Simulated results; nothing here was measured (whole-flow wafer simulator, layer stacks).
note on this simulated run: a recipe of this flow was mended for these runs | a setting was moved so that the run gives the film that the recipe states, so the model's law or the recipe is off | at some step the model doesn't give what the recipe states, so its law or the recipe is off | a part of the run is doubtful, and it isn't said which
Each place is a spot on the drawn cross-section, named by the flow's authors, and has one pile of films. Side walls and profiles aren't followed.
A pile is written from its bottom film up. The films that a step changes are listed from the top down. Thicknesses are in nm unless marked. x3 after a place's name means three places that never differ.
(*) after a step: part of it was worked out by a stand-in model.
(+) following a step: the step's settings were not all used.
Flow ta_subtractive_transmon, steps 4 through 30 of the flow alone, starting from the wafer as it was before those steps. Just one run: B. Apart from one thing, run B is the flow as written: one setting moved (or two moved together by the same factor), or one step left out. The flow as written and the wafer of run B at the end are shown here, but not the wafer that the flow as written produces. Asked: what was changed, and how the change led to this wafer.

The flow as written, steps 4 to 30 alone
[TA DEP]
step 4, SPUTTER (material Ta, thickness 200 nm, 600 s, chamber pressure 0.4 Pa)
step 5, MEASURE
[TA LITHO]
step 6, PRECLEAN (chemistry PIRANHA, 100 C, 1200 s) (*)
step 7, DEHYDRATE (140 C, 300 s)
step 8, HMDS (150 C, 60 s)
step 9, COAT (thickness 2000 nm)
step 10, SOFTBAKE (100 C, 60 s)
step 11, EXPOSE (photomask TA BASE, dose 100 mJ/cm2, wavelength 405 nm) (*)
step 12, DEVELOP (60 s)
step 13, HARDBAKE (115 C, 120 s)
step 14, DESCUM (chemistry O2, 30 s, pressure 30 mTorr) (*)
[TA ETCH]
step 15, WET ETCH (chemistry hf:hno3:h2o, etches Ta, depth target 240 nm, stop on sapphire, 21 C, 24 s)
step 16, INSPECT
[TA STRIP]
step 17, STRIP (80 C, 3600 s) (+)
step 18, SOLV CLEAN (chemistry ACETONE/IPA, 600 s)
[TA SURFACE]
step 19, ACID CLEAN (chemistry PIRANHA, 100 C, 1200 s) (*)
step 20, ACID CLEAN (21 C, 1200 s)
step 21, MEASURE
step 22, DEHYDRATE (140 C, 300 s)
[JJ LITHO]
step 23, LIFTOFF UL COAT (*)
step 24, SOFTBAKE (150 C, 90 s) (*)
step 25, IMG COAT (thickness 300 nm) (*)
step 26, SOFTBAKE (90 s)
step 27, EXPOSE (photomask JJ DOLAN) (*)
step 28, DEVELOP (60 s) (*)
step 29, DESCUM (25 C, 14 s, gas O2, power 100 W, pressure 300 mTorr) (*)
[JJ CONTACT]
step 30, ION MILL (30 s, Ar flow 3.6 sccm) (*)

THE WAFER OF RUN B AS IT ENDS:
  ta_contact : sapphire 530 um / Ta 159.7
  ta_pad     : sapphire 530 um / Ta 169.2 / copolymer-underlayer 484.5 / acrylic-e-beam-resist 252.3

What caused this: step 4, SPUTTER: thickness 170 nm was run, while the flow as written has thickness 200 nm; step 4, SPUTTER: 510 s was run, where the flow has 600 s.

The path from the change to this, step by step:
  step 4, SPUTTER (material Ta, thickness 200 nm, 600 s, chamber pressure 0.4 Pa)
      field x2, jj_line, lead, ta_contact, ta_pad: +170 Ta (new film) (it would be, as written: +200 Ta (new film))
  step 15, WET ETCH (chemistry hf:hno3:h2o, etches Ta, depth target 240 nm, stop on sapphire, 21 C, 24 s)
      field x2, jj_line, lead: -169.7 Ta (all of it) (it would be, as written: -199.7 Ta (all of it))
